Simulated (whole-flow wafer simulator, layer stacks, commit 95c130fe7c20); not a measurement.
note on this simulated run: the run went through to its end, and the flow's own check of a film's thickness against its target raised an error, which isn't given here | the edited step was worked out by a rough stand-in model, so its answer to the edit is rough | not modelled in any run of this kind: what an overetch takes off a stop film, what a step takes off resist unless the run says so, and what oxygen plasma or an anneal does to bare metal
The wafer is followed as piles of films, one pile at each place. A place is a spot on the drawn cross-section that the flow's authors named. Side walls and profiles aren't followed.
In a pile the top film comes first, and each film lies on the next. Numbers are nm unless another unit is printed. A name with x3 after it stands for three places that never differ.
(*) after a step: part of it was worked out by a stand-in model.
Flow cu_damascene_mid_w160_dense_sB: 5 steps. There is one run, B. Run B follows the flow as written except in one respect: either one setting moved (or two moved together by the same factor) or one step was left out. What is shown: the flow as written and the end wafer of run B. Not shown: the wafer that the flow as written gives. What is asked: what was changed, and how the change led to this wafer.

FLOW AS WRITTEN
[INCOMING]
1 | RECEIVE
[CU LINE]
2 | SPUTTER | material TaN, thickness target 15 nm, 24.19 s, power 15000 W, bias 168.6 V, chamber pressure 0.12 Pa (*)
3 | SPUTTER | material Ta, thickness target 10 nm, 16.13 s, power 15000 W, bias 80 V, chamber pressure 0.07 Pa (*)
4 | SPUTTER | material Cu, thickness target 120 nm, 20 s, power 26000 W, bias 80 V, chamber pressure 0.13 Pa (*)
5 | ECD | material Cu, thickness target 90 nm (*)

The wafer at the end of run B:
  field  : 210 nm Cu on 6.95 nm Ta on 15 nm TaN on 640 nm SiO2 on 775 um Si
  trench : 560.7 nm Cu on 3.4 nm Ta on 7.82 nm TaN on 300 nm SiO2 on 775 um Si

The reason: step 3, SPUTTER: power 10420 W was run, though the flow has power 15000 W.

The path from the change to this, step by step:
  3 | SPUTTER | material Ta, thickness target 10 nm, 16.13 s, power 15000 W, bias 80 V, chamber pressure 0.07 Pa (*)
      field: +6.95 Ta (new film) (in the flow as written it would be: +10 Ta (new film))
      trench: +3.4 Ta (new film) (in the flow as written it would be: +5.14 Ta (new film))
